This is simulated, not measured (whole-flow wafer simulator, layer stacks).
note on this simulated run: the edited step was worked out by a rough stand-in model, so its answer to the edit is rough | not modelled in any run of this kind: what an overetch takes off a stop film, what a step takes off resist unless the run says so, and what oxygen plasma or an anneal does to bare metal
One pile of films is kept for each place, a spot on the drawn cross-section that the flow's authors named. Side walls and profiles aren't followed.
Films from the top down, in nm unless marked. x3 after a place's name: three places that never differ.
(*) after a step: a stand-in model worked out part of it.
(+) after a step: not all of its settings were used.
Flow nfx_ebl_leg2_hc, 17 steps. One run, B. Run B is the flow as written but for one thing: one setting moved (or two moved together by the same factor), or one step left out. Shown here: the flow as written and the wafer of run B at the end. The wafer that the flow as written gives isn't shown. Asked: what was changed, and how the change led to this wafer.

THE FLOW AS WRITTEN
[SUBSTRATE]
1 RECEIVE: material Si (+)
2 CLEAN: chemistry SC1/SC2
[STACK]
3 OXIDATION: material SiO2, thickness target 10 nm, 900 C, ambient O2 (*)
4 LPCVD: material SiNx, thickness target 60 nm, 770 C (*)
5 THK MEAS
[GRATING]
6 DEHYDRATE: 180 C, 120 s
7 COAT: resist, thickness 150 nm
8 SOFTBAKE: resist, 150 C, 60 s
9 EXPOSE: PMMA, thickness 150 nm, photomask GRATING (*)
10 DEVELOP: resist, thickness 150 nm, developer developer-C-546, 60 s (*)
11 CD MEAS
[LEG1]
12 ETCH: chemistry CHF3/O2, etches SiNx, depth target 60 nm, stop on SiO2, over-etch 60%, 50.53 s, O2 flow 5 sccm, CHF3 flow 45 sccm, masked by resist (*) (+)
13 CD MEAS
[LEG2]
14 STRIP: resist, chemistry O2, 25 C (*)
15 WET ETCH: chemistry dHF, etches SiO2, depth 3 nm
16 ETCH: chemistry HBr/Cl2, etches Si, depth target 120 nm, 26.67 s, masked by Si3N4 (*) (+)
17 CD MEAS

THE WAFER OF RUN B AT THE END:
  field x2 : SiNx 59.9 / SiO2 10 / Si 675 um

The cause: step 4, LPCVD: thickness target 71.3 nm was run, where the flow has thickness target 60 nm.

How the change led to this, step by step:
  4 LPCVD: material SiNx, thickness target 60 nm, 770 C (*)
      field x2, pad x2: SiNx +71.3 (new film) (as written it would be: SiNx +60 (new film))
  12 ETCH: chemistry CHF3/O2, etches SiNx, depth target 60 nm, stop on SiO2, over-etch 60%, 50.53 s, O2 flow 5 sccm, CHF3 flow 45 sccm, masked by resist (*) (+)
      pad x2: SiNx -71.3 (all of it), SiO2 -10 (all of it) (as written it would be: SiNx -60 (all of it), SiO2 -10 (all of it))
